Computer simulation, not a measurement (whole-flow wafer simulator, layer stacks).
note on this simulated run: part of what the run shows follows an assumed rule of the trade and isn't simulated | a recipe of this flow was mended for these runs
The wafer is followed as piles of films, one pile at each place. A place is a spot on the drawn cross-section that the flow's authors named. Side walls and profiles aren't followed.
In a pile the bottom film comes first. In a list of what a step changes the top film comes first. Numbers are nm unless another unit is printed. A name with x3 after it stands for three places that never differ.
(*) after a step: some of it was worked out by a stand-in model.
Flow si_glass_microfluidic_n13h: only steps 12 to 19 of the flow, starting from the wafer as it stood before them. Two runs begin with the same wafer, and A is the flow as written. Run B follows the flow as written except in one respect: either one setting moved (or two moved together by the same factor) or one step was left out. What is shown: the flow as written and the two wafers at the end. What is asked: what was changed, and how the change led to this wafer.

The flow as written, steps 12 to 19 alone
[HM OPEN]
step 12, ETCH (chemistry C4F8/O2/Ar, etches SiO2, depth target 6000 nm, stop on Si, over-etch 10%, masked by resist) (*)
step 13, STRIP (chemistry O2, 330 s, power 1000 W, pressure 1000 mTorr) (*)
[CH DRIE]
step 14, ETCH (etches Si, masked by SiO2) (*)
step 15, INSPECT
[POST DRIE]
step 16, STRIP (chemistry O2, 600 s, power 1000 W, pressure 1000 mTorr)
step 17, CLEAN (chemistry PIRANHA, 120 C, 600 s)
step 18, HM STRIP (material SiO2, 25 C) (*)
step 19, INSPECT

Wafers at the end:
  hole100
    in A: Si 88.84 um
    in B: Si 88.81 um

The reason: step 12, ETCH: over-etch 14.1% was run, while the flow as written has over-etch 10%.

The path from the change to this, step by step:
  step 12, ETCH (chemistry C4F8/O2/Ar, etches SiO2, depth target 6000 nm, stop on Si, over-etch 10%, masked by resist) (*)
      land: A thick-i-line-resist loses 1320 | B thick-i-line-resist loses 1369.2
      hole100: A SiO2 loses 6000 (all of it), Si loses 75 | B SiO2 loses 6000 (all of it), Si loses 105.8
